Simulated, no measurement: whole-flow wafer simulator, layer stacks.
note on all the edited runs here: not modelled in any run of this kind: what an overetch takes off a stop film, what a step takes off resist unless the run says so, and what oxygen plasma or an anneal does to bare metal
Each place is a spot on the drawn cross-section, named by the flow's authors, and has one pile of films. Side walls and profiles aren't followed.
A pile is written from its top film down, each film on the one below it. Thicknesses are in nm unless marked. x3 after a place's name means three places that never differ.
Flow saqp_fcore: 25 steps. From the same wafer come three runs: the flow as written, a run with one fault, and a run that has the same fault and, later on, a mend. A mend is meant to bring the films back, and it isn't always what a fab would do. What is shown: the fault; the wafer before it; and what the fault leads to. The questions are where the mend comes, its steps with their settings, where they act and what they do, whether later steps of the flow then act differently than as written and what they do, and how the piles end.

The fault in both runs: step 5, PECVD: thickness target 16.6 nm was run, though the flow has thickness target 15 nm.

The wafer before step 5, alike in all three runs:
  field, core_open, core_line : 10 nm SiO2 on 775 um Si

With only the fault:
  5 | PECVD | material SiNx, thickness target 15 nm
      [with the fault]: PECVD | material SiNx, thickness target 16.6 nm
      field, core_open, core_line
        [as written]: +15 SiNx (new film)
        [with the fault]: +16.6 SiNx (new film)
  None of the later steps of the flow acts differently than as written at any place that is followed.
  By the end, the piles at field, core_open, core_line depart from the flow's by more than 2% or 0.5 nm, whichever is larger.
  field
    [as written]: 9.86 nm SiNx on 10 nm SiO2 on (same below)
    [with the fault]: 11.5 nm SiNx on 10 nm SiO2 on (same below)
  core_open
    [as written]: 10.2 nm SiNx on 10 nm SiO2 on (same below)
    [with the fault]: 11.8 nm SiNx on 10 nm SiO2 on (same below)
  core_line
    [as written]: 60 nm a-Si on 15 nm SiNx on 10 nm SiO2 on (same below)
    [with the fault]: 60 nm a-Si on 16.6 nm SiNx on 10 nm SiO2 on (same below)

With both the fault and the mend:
  The mend stands after step 5.
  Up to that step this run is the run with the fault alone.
  5a | ETCH | chemistry h3po4, depth target 1.6 nm
      field, core_open, core_line
        -1.6 SiNx
  None of the later steps of the flow acts differently than as written at any place that is followed.
  At every place that both follow, the piles at the end match the flow's.
